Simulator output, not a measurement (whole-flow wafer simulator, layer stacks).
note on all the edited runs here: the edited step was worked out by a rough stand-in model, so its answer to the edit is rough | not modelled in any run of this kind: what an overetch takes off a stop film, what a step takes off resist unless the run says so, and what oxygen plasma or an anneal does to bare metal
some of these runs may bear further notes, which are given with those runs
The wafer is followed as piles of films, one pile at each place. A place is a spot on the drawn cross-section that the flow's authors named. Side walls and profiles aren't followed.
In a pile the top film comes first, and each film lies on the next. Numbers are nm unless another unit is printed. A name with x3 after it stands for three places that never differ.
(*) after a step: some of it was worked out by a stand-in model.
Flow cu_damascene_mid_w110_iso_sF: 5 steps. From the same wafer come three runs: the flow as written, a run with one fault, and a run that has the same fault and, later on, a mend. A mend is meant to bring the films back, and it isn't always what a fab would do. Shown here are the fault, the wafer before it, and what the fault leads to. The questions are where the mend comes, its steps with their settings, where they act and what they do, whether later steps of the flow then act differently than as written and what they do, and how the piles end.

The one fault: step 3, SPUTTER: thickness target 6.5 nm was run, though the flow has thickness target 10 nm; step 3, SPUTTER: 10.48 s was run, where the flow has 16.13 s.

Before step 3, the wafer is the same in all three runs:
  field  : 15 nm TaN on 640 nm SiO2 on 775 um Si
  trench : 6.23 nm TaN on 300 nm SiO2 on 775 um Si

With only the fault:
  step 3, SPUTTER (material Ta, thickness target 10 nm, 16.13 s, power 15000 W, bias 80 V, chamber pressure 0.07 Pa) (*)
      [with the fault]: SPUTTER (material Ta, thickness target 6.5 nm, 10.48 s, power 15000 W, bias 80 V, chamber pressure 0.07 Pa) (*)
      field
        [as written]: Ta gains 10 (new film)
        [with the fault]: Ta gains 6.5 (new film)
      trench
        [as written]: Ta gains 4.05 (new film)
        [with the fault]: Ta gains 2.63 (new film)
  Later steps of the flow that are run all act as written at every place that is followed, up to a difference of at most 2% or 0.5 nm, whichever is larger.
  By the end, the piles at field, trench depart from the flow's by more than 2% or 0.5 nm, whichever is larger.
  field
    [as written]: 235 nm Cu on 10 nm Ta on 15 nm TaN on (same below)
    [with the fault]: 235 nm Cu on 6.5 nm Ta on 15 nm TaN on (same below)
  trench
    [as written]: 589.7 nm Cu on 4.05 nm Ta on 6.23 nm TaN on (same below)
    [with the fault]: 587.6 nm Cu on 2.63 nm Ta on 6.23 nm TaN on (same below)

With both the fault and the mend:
  The mend follows step 3.
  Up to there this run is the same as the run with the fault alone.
  step 3a, SPUTTER (material Ta, thickness target 3.5 nm, 5.646 s, power 15000 W, bias 80 V, chamber pressure 0.07 Pa) (*) (the flow's step 3, run once more with other settings)
      field
        Ta gains 3.5
      trench
        Ta gains 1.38
  Later steps of the flow that are run all act as written at every place that is followed, up to a difference of at most 2% or 0.5 nm, whichever is larger.
  At the end the piles are close to the flow's at the places that both follow, differing by at most 2% or 0.5 nm, whichever is larger.
